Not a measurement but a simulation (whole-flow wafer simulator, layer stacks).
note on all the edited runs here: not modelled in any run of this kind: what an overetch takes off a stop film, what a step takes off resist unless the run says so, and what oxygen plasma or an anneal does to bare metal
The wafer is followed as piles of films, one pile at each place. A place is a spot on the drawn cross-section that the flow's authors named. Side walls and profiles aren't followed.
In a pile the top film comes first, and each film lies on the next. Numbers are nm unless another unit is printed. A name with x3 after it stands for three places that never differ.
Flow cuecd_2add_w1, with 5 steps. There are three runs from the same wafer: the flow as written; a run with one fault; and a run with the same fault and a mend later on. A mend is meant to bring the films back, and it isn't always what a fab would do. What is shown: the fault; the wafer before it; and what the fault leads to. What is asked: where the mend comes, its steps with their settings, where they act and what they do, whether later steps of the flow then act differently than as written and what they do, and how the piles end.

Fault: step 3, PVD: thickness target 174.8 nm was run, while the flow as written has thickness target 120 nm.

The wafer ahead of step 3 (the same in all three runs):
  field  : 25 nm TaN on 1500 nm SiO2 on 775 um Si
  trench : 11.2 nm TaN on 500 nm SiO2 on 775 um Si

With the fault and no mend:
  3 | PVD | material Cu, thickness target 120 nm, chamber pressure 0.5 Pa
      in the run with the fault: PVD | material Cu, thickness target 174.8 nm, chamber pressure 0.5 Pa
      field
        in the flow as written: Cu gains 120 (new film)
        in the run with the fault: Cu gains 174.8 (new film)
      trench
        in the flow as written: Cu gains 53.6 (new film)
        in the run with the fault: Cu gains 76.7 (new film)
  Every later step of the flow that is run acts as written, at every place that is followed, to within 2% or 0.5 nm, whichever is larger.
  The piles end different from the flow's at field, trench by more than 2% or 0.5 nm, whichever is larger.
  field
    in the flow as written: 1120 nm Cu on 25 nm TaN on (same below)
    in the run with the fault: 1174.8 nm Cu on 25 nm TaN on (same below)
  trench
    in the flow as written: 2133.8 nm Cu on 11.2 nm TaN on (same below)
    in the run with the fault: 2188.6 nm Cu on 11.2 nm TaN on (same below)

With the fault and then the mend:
  The mend follows step 3.
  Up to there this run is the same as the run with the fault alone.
  3a | ETCH | chemistry cu recess dil, depth target 200.4 nm
      field
        Cu loses 174.8 (all of it)
      trench
        Cu loses 76.7 (all of it)
  3b | PVD | material Cu, thickness target 120 nm, chamber pressure 0.5 Pa (a further turn of the flow's step 3)
      field
        Cu gains 120 (new film)
      trench
        Cu gains 53.6 (new film)
  Every later step of the flow that is run acts as written at every place that is followed.
  At every place that both follow, the piles at the end match the flow's.
